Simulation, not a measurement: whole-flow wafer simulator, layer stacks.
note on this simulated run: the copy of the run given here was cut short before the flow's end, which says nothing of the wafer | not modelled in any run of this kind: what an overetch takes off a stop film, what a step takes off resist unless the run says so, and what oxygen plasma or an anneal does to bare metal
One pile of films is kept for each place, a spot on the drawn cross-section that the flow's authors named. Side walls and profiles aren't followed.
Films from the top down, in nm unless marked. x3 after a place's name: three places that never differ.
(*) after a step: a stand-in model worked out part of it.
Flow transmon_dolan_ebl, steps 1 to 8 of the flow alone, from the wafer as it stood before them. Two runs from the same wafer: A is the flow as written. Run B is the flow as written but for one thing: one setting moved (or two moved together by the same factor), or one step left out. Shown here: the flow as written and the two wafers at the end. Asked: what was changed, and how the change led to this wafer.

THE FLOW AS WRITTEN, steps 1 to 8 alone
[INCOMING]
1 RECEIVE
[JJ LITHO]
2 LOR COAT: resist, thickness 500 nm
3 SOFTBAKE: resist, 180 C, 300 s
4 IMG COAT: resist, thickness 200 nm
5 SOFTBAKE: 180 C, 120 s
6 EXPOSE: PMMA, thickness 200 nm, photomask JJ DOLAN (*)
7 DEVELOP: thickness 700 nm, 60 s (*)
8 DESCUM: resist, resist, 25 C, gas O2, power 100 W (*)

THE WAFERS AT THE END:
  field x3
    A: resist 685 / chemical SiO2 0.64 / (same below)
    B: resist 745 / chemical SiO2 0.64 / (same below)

The cause: step 4, IMG COAT: thickness 260 nm was run, where the flow has thickness 200 nm.

How the change led to this, step by step:
  4 IMG COAT: resist, thickness 200 nm
      field x3, jj_line: A resist +200 | B resist +260
  7 DEVELOP: thickness 700 nm, 60 s (*)
      jj_line: A resist -700 (all of it) | B resist -760 (all of it)
